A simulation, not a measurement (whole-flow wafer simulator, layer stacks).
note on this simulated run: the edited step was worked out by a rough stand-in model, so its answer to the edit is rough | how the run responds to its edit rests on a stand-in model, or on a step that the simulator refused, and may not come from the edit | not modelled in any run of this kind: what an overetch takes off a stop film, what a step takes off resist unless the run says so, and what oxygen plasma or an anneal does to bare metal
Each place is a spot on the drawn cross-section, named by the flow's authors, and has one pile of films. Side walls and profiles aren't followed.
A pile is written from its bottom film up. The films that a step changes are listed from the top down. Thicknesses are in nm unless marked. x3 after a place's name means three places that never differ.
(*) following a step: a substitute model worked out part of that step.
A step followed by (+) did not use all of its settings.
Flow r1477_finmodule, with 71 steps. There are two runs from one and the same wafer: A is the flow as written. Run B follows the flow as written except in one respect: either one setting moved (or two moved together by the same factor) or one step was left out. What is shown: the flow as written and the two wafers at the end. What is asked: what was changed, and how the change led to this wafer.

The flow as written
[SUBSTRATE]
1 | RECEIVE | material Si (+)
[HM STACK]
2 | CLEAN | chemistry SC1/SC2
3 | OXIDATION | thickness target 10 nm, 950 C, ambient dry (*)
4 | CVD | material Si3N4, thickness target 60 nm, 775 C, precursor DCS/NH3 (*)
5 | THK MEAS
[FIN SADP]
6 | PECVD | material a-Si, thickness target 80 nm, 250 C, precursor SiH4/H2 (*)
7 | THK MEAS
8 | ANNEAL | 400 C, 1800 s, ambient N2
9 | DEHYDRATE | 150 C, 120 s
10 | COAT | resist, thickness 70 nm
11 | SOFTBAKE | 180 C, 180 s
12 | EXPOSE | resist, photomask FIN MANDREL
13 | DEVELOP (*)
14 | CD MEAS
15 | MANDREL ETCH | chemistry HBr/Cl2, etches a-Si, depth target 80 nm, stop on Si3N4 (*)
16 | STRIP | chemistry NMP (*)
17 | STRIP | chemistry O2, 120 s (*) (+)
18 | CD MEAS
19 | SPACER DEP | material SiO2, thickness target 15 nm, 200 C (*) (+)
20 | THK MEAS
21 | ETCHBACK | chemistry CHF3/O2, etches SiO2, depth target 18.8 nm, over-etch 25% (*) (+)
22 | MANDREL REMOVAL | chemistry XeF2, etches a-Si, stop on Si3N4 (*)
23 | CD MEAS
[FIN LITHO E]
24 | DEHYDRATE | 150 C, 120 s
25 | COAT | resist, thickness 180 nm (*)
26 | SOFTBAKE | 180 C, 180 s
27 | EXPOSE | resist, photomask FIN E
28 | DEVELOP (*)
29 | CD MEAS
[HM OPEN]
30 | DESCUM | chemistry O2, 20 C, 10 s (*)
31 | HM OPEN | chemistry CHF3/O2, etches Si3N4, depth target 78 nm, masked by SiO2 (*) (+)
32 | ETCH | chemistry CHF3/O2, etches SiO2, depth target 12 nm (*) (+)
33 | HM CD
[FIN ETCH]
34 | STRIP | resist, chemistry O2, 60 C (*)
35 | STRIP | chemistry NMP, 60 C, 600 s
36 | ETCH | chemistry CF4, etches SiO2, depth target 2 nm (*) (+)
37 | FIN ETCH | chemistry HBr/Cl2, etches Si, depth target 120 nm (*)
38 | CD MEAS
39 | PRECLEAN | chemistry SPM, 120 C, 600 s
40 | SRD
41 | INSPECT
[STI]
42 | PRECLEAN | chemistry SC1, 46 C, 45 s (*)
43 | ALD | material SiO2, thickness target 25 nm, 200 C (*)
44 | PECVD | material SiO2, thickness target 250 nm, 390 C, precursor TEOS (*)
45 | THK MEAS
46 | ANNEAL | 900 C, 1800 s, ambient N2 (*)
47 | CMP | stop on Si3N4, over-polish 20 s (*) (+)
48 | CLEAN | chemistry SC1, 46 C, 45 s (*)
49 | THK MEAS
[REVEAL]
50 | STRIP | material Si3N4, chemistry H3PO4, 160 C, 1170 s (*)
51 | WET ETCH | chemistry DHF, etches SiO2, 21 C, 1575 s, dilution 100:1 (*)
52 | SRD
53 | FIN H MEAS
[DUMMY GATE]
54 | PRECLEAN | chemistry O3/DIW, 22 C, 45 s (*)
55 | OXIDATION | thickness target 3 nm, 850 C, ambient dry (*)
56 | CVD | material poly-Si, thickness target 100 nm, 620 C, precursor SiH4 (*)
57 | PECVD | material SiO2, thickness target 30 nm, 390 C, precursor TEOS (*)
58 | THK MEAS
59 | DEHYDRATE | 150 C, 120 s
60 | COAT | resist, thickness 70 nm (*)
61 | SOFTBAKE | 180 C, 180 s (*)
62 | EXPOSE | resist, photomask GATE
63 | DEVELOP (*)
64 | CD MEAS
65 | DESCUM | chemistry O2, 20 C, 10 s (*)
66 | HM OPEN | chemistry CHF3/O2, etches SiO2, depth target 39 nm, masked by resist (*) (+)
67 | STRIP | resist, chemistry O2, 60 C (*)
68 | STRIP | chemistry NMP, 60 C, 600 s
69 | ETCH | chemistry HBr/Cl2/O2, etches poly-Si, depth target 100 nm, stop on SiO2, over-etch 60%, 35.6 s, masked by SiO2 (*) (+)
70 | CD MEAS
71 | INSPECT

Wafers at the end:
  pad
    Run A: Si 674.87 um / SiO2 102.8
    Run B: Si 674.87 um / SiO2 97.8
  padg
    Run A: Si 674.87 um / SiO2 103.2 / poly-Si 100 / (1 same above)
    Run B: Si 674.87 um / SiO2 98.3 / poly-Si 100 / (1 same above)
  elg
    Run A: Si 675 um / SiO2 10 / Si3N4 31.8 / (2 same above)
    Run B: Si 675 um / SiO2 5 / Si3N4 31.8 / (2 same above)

Cause: step 3, OXIDATION: thickness target 5 nm was run, while the flow as written has thickness target 10 nm.
The wafer itself shows it: elg has SiO2 5, and step 3 as written asks for 10 nm.

Step by step, how the change led to this:
  3 | OXIDATION | thickness target 10 nm, 950 C, ambient dry (*)
      pad, padg, elg and 33 more: A SiO2 gains 10 (new film), chemical SiO2 loses 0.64 (all of it), Si loses 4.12 | B SiO2 gains 5 (new film), chemical SiO2 loses 0.64 (all of it), Si loses 1.92
  31 | HM OPEN | chemistry CHF3/O2, etches Si3N4, depth target 78 nm, masked by SiO2 (*) (+)
      s40cg, s45cg, s50cg, s40co, s45co, s50co: A Si3N4 loses 60 (all of it), SiO2 loses 9 | B Si3N4 loses 60 (all of it), SiO2 loses 5 (all of it)
      pad, padg, esg and 13 more: A Si3N4 loses 56.4 (all of it), SiO2 loses 10 (all of it) | B Si3N4 loses 56.4 (all of it), SiO2 loses 5 (all of it)
  32 | ETCH | chemistry CHF3/O2, etches SiO2, depth target 12 nm (*) (+)
      s40cg, s40co: A SiO2 loses 1 (all of it), Si loses 2.2 | B Si loses 2.09
      s45cg, s45co: A SiO2 loses 1 (all of it), Si loses 2.2 | B Si loses 2.13
      (also at 2 further places)
  43 | ALD | material SiO2, thickness target 25 nm, 200 C (*)
      s40cg, s45cg, s40co, s45co: A SiO2 gains 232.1 (new film) | B SiO2 gains 227 (new film)
      s50cg, s50co: A SiO2 gains 232.1 (new film) | B SiO2 gains 227.1 (new film)
      (also at 1 further place)
  47 | CMP | stop on Si3N4, over-polish 20 s (*) (+)
      pad, padg, e40sg and 11 more: A SiO2 loses 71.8 | B SiO2 loses 76.8
      eso: A SiO2 loses 72.4 | B SiO2 loses 77.4
  51 | WET ETCH | chemistry DHF, etches SiO2, 21 C, 1575 s, dilution 100:1 (*)
      s40sg_line, s45sg_line, s50sg_line, s40so_line, s45so_line, s50so_line: A SiO2 loses 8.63 (all of it) | B SiO2 loses 3.63 (all of it)
  56 | CVD | material poly-Si, thickness target 100 nm, 620 C, precursor SiH4 (*)
      s40cg, s40co: A poly-Si gains 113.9 (new film) | B poly-Si gains 120.9 (new film)
      s45cg, s45co: A poly-Si gains 113.4 (new film) | B poly-Si gains 118.4 (new film)
      (also at 2 further places)
  60 | COAT | resist, thickness 70 nm (*)
      s40cg, s40co: A resist gains 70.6 (new film) | B resist gains 68.9 (new film)
      s40sg, s40so: A resist gains 91 (new film) | B resist gains 96.3 (new film)
      (also at 4 further places)
  63 | DEVELOP (*)
      s40co: A resist loses 70.6 (all of it) | B resist loses 68.9 (all of it)
      s40so: A resist loses 91 (all of it) | B resist loses 96.3 (all of it)
      (also at 2 further places)
  67 | STRIP | resist, chemistry O2, 60 C (*)
      s40cg: A resist loses 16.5 (all of it) | B resist loses 14.8 (all of it)
      s40sg: A resist loses 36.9 (all of it) | B resist loses 42.2 (all of it)
      (also at 2 further places)
  69 | ETCH | chemistry HBr/Cl2/O2, etches poly-Si, depth target 100 nm, stop on SiO2, over-etch 60%, 35.6 s, masked by SiO2 (*) (+)
      s40co: A chemical SiO2 loses 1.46 (all of it), poly-Si loses 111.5 (all of it), SiO2 loses 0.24 | B chemical SiO2 loses 1.46 (all of it), poly-Si loses 118.5 (all of it), SiO2 loses 0.21
      s45co: A chemical SiO2 loses 1.46 (all of it), poly-Si loses 110.9 (all of it), SiO2 loses 0.25 | B chemical SiO2 loses 1.46 (all of it), poly-Si loses 115.9 (all of it), SiO2 loses 0.22
      (also at 1 further place)
